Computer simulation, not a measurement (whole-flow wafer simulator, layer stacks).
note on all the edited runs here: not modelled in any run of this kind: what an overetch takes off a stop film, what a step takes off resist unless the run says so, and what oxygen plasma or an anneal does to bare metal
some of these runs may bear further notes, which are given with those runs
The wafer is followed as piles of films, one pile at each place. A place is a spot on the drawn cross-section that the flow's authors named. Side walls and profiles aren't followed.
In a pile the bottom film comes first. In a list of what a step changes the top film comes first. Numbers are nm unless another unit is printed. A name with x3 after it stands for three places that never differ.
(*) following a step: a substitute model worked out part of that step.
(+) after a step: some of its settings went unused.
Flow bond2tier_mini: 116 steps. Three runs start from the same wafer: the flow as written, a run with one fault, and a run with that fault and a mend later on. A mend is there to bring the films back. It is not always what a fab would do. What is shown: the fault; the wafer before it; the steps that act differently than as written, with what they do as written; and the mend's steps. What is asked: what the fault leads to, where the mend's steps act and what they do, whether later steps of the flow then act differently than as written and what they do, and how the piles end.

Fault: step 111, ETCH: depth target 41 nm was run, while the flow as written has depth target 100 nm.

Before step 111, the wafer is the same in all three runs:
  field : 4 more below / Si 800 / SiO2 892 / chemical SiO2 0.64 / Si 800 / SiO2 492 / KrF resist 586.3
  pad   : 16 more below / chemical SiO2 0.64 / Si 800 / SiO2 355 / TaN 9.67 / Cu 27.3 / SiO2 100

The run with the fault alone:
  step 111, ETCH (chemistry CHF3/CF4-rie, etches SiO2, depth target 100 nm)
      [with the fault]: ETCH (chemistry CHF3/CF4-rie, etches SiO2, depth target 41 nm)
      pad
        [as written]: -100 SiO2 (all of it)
        [with the fault]: -41 SiO2
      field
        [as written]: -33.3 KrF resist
        [with the fault]: -13.7 KrF resist
  Steps later in the flow that act otherwise than as written:
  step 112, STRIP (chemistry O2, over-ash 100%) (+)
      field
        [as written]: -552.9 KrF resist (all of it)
        [with the fault]: -572.6 KrF resist (all of it)
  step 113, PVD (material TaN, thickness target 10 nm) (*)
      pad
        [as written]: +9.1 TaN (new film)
        [with the fault]: +9.63 TaN (new film)
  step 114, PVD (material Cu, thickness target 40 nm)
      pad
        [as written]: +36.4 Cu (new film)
        [with the fault]: +38.5 Cu (new film)
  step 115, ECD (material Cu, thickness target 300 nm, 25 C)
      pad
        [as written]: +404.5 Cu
        [with the fault]: +342.9 Cu
  The piles end different from the flow's at pad by more than 2% or 0.5 nm, whichever is larger.
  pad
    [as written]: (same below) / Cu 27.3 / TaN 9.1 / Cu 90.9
    [with the fault]: (same below) / Cu 27.3 / SiO2 59 / TaN 9.63 / Cu 31.4

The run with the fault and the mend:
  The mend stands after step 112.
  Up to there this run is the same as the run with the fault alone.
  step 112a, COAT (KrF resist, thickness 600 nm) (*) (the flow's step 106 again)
      field
        +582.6 KrF resist (new film)
      pad
        +618.1 KrF resist (new film)
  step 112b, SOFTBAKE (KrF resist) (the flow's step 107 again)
      leaves every film unchanged at each place that is followed
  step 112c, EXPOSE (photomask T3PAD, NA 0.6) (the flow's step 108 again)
      leaves every film unchanged at each place that is followed
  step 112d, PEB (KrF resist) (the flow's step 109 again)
      leaves every film unchanged at each place that is followed
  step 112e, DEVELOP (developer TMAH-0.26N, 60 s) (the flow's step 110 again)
      field
        -13.7 KrF resist
      pad
        -618.1 KrF resist (all of it)
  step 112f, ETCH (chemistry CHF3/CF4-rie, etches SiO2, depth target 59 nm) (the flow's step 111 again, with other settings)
      field
        -19.7 KrF resist
      pad
        -59 SiO2 (all of it)
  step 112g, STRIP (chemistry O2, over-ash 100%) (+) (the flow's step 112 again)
      field
        -549.2 KrF resist (all of it)
  None of the later steps of the flow acts differently than as written at any place that is followed.
  The piles end the same as the flow's at every place that both follow.
